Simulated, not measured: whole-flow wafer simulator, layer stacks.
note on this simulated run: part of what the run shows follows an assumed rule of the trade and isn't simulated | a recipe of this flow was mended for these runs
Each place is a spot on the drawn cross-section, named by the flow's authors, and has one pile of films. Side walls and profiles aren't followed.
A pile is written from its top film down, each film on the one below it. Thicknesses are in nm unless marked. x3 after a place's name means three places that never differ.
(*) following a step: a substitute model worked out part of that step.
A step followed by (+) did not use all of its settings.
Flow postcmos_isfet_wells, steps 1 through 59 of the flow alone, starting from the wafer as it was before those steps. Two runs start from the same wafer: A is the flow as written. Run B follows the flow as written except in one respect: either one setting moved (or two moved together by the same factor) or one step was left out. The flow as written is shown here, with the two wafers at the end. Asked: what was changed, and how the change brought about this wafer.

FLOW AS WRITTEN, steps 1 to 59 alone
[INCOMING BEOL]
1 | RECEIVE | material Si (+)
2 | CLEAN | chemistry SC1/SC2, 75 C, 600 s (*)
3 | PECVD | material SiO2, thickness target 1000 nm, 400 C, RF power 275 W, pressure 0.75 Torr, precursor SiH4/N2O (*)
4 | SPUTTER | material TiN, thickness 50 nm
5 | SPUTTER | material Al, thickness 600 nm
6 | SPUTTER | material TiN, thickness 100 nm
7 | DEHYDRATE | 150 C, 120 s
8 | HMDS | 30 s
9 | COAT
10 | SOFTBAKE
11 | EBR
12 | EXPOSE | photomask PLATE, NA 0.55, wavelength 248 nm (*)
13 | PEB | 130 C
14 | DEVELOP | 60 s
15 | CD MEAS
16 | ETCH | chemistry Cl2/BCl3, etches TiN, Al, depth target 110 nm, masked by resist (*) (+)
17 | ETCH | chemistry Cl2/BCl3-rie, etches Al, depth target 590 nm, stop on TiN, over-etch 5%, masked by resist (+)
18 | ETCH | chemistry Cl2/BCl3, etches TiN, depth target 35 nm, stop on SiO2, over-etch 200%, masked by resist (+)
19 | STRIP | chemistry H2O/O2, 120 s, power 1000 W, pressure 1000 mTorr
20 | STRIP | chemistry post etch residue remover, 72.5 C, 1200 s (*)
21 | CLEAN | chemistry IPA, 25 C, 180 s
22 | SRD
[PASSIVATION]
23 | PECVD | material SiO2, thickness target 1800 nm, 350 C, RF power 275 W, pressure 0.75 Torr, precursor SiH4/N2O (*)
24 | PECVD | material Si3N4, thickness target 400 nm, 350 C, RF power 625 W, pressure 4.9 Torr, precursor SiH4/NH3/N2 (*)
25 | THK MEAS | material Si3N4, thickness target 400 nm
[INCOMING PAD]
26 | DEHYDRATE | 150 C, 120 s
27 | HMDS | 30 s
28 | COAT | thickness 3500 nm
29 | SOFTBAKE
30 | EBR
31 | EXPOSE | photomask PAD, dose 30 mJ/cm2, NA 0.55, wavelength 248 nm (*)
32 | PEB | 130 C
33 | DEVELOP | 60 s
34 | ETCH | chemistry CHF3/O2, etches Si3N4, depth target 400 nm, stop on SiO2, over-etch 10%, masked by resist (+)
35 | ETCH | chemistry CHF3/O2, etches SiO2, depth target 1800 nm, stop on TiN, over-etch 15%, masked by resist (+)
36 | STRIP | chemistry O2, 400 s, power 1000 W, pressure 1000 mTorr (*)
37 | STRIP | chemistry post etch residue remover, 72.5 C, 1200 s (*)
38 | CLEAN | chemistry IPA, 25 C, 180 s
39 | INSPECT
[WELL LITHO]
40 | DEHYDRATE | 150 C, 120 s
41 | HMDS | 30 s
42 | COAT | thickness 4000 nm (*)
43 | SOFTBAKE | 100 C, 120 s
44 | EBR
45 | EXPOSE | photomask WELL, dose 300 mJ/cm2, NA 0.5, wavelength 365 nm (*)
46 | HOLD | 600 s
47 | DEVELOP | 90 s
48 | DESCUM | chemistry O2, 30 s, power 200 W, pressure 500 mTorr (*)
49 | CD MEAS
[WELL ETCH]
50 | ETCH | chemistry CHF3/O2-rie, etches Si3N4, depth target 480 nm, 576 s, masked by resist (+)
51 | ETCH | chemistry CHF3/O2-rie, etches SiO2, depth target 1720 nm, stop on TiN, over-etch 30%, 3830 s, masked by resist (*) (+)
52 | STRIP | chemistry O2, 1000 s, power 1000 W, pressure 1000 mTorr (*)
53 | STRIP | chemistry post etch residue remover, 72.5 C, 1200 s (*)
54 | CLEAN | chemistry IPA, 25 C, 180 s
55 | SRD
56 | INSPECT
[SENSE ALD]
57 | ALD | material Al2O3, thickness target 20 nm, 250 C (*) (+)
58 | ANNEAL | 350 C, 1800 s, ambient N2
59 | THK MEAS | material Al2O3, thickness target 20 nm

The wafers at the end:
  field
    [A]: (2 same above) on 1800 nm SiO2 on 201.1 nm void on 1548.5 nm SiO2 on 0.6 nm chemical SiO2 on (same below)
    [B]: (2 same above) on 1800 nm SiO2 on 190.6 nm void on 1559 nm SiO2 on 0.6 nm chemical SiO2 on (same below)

Cause: step 18, ETCH: depth target 12 nm was run, while the flow as written has depth target 35 nm.

The path from the change to this, step by step:
  18 | ETCH | chemistry Cl2/BCl3, etches TiN, depth target 35 nm, stop on SiO2, over-etch 200%, masked by resist (+)
      margin x2, well900 x4, pad_clr, pad_open: A thick-KrF-resist loses 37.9 | B thick-KrF-resist loses 14.4
      field: A TiN loses 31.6 (all of it), SiO2 loses 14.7 | B TiN loses 31.6 (all of it), SiO2 loses 0.89
  19 | STRIP | chemistry H2O/O2, 120 s, power 1000 W, pressure 1000 mTorr
      margin x2, well900 x4, pad_clr, pad_open: A thick-KrF-resist loses 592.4 (all of it) | B thick-KrF-resist loses 615.8 (all of it)
  23 | PECVD | material SiO2, thickness target 1800 nm, 350 C, RF power 275 W, pressure 0.75 Torr, precursor SiH4/N2O (*)
      field: A SiO2 gains 1800 (new film), void gains 201.1 (new film), SiO2 gains 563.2 | B SiO2 gains 1800 (new film), void gains 190.6 (new film), SiO2 gains 559.9
